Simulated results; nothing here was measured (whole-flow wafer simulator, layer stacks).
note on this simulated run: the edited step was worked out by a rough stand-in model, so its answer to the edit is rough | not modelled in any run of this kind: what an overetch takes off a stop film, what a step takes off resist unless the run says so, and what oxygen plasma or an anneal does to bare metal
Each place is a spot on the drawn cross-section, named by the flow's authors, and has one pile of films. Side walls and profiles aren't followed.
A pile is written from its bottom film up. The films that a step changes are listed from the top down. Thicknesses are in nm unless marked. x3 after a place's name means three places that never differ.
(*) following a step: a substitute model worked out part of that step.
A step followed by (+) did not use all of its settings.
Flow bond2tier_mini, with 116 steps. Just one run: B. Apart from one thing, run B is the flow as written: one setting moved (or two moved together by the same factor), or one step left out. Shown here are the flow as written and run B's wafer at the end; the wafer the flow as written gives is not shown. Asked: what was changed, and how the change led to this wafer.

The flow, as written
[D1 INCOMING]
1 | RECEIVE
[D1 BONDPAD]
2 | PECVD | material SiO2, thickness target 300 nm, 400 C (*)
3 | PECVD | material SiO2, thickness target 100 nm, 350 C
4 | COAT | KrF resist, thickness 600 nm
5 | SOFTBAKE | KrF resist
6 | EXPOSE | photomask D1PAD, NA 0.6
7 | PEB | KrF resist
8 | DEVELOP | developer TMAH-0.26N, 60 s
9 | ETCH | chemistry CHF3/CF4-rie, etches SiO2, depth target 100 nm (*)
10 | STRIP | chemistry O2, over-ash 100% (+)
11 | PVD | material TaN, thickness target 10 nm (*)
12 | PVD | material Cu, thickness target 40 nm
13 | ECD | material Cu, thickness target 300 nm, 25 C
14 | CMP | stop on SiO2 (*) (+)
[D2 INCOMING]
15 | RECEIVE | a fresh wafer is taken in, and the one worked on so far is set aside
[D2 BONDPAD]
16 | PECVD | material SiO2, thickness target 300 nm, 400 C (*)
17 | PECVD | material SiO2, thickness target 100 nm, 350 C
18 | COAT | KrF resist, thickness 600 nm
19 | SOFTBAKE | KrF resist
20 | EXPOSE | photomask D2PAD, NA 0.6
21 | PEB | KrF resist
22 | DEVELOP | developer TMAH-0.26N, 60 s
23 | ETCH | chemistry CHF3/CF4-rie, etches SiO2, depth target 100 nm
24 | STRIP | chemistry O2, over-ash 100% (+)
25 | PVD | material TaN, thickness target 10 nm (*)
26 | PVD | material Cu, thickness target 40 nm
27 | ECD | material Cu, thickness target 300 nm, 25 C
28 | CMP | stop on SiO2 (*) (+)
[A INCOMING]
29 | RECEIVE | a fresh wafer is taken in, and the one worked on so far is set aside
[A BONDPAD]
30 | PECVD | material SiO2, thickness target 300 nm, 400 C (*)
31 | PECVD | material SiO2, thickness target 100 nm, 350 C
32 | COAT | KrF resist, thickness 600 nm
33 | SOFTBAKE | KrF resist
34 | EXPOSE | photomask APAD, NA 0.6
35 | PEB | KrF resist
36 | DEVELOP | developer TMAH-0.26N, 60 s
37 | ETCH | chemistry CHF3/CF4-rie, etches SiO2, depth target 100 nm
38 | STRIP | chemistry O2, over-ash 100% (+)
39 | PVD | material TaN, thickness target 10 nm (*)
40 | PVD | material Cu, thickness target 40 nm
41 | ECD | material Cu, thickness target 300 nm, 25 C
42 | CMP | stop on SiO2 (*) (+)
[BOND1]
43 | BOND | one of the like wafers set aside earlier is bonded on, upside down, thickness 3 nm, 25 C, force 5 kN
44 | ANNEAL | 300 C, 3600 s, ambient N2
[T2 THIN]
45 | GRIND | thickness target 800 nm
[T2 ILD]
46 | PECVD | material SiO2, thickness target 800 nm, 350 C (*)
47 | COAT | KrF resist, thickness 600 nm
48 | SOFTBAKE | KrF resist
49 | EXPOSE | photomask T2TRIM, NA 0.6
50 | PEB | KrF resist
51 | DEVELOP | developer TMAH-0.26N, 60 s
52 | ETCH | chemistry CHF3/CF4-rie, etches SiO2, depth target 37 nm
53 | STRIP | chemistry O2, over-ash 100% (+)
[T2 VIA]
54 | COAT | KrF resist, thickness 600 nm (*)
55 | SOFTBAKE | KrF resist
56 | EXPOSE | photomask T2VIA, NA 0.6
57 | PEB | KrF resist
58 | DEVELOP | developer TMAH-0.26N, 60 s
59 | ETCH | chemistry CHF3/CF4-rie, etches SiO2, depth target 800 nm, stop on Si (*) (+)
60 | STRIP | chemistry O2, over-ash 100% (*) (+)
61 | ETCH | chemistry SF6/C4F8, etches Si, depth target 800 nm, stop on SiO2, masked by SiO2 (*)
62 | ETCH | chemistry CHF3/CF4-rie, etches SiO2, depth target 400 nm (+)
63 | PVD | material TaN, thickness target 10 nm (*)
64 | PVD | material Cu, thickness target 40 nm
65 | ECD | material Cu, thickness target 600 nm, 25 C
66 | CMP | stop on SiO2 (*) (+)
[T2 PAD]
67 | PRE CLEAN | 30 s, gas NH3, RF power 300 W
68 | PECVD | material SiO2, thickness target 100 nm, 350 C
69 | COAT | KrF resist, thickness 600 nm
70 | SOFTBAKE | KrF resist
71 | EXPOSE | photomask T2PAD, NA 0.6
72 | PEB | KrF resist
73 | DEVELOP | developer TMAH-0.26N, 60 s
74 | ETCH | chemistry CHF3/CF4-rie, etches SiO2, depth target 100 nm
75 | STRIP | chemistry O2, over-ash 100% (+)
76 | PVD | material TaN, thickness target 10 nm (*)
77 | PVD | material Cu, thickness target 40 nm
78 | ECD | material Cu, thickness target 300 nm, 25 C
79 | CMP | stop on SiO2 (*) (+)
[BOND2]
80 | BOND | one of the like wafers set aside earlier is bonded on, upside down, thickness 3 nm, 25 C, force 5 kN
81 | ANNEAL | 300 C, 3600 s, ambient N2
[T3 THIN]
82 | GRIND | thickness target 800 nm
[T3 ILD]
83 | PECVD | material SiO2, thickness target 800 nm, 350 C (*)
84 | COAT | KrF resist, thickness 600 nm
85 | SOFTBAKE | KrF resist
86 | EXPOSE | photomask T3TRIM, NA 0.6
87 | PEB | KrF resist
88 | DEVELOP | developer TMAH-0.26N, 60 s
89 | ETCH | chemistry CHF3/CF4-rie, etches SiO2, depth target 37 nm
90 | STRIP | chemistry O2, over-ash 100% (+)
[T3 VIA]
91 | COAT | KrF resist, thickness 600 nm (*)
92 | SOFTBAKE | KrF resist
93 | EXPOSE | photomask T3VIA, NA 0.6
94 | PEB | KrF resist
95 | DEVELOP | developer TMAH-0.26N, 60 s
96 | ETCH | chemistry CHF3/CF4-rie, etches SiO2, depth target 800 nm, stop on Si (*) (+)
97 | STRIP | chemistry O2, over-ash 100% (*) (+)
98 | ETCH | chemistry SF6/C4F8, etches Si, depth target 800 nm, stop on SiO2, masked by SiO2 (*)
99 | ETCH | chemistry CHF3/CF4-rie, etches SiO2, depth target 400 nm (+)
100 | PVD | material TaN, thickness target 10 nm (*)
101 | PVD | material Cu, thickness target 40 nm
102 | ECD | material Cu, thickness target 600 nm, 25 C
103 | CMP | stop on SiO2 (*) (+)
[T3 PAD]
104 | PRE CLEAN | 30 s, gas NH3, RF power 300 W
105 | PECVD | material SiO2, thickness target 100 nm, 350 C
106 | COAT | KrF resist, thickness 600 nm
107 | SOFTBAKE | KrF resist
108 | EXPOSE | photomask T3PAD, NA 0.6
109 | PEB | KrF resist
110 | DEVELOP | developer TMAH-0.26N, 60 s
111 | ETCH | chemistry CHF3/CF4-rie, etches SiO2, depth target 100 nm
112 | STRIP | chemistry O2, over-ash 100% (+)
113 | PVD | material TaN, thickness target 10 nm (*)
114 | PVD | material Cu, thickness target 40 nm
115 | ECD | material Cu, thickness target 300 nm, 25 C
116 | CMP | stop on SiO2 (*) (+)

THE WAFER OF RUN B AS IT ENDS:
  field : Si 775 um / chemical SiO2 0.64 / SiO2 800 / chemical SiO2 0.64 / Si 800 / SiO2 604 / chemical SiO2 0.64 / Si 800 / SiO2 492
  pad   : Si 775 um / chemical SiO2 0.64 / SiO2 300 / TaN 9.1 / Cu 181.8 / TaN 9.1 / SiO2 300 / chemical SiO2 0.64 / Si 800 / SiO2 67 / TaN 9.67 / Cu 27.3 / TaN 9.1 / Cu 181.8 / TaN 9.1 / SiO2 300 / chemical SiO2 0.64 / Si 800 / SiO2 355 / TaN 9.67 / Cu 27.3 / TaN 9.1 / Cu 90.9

The reason: step 46, PECVD: thickness target 512 nm was run, while the flow as written has thickness target 800 nm.

How this came from the change, step by step:
  46 | PECVD | material SiO2, thickness target 800 nm, 350 C (*)
      field, pad, via: +512 SiO2 (new film) (as written it would have been: +800 SiO2 (new film))
  59 | ETCH | chemistry CHF3/CF4-rie, etches SiO2, depth target 800 nm, stop on Si (*) (+)
      field, pad: -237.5 KrF resist (as written it would have been: -266.7 KrF resist)
      via: -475 SiO2 (all of it) (as written it would have been: -763 SiO2 (all of it))
  60 | STRIP | chemistry O2, over-ash 100% (*) (+)
      field: -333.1 KrF resist (all of it) (as written it would have been: -303.9 KrF resist (all of it))
      pad: -365.1 KrF resist (all of it) (as written it would have been: -336 KrF resist (all of it))
